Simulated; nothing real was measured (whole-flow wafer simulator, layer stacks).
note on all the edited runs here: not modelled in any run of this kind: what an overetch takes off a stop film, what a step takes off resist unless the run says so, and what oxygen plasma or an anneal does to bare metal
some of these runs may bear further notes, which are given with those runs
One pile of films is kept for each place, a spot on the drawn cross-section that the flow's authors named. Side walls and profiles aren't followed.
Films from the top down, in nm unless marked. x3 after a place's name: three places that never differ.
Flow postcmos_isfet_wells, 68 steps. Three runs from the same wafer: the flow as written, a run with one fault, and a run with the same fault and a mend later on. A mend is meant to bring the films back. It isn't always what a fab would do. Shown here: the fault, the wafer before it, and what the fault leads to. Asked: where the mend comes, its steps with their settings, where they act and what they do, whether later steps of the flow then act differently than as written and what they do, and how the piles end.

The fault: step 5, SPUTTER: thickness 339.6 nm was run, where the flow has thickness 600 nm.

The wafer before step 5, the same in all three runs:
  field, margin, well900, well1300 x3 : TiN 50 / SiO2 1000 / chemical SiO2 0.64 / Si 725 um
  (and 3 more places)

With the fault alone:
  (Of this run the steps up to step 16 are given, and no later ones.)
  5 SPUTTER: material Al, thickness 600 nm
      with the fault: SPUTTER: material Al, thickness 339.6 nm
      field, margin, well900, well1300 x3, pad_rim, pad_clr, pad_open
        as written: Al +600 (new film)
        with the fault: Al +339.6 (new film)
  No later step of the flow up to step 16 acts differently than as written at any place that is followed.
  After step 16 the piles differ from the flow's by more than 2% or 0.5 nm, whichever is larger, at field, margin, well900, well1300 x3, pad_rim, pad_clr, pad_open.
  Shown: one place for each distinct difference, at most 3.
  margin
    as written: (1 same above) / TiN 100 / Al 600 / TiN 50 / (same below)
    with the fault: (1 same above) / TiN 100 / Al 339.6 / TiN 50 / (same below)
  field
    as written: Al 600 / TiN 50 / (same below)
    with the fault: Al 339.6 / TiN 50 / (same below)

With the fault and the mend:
  The mend comes after step 5.
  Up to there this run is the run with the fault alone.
  5a ETCH: chemistry al pan, depth target 390.5 nm
      field, margin, well900, well1300 x3, pad_rim, pad_clr, pad_open
        Al -339.6 (all of it)
  5b SPUTTER: material Al, thickness 600 nm (the flow's step 5 once more)
      field, margin, well900, well1300 x3, pad_rim, pad_clr, pad_open
        Al +600 (new film)
  No later step of the flow acts differently than as written at any place that is followed.
  At the end the piles are the same as the flow's at every place that both follow.
